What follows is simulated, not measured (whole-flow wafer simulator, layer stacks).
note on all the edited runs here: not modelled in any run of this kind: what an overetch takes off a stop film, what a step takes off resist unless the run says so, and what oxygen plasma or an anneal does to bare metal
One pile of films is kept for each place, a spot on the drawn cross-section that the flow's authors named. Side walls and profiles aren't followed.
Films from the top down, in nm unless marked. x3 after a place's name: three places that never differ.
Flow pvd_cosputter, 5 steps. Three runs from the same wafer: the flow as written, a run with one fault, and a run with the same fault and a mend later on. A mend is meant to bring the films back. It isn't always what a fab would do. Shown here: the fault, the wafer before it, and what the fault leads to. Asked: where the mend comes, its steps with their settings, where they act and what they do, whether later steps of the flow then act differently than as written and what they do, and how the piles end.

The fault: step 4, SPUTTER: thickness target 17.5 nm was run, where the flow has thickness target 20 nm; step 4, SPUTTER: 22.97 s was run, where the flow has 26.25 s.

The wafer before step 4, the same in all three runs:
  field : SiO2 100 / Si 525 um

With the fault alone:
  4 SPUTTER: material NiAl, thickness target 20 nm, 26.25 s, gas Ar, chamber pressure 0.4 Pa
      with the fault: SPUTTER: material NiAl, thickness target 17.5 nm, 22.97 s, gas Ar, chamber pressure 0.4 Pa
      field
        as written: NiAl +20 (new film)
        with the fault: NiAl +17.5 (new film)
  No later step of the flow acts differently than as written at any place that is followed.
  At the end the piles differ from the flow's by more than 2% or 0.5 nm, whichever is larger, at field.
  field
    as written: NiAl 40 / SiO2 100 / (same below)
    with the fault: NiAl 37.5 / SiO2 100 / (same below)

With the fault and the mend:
  The mend comes after step 4.
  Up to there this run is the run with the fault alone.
  4a SPUTTER: material NiAl, thickness target 2.5 nm, 3.281 s, gas Ar, chamber pressure 0.4 Pa (the flow's step 4 once more, with other settings)
      field
        NiAl +2.5
  No later step of the flow acts differently than as written at any place that is followed.
  At the end the piles are the same as the flow's at every place that both follow.
